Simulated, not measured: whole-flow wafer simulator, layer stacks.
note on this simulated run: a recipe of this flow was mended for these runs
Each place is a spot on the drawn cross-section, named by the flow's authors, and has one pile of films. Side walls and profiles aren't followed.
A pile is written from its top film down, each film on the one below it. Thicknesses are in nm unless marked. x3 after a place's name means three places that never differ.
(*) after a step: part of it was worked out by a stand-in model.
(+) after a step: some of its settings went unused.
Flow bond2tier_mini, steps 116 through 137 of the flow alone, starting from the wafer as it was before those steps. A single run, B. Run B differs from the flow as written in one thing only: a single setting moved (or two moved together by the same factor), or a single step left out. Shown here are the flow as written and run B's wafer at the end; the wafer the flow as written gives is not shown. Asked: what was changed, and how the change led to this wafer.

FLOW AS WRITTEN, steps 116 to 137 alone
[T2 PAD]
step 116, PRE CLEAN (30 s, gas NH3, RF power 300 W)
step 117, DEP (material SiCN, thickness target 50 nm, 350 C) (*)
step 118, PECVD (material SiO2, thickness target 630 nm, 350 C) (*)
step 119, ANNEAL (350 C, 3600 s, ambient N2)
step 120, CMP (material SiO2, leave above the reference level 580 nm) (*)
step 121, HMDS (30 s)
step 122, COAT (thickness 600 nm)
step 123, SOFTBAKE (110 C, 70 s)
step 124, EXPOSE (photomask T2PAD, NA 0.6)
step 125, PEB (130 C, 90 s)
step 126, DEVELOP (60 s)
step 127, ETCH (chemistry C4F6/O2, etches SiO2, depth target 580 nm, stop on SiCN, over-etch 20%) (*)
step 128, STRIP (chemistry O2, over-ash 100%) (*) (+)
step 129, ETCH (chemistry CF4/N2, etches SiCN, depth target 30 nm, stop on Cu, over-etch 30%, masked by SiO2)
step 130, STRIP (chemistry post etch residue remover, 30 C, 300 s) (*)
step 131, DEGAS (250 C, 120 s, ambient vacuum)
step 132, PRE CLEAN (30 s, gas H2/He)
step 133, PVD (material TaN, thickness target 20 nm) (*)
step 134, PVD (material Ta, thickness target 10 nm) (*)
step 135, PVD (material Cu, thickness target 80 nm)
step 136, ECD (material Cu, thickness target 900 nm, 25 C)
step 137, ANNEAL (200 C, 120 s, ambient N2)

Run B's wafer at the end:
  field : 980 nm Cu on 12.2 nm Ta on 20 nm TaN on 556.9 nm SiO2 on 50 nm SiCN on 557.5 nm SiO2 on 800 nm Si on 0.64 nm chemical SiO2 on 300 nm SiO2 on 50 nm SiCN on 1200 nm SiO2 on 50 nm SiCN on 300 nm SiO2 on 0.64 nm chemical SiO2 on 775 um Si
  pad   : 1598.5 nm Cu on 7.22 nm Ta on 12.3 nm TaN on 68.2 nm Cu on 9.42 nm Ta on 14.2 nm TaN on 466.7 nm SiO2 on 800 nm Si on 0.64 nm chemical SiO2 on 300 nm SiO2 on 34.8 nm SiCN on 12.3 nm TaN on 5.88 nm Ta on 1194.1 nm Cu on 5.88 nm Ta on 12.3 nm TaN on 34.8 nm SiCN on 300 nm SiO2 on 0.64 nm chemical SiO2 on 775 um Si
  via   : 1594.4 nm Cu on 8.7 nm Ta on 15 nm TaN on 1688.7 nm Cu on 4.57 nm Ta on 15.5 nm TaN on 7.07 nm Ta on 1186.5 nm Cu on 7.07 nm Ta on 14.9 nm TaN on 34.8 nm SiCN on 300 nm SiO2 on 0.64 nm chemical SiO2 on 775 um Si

The reason: step 134, PVD: thickness target 12.2 nm was run, while the flow as written has thickness target 10 nm.
One can read it off the wafer: field has Ta 12.2, and step 134 as written asks for 10 nm.

Step by step, how the change led to this:
  step 134, PVD (material Ta, thickness target 10 nm) (*)
      field: Ta gains 12.2 (new film) (as written it would have been: Ta gains 10 (new film))
      pad: Ta gains 7.22 (new film) (as written it would have been: Ta gains 5.92 (new film))
      (also at 1 further place)
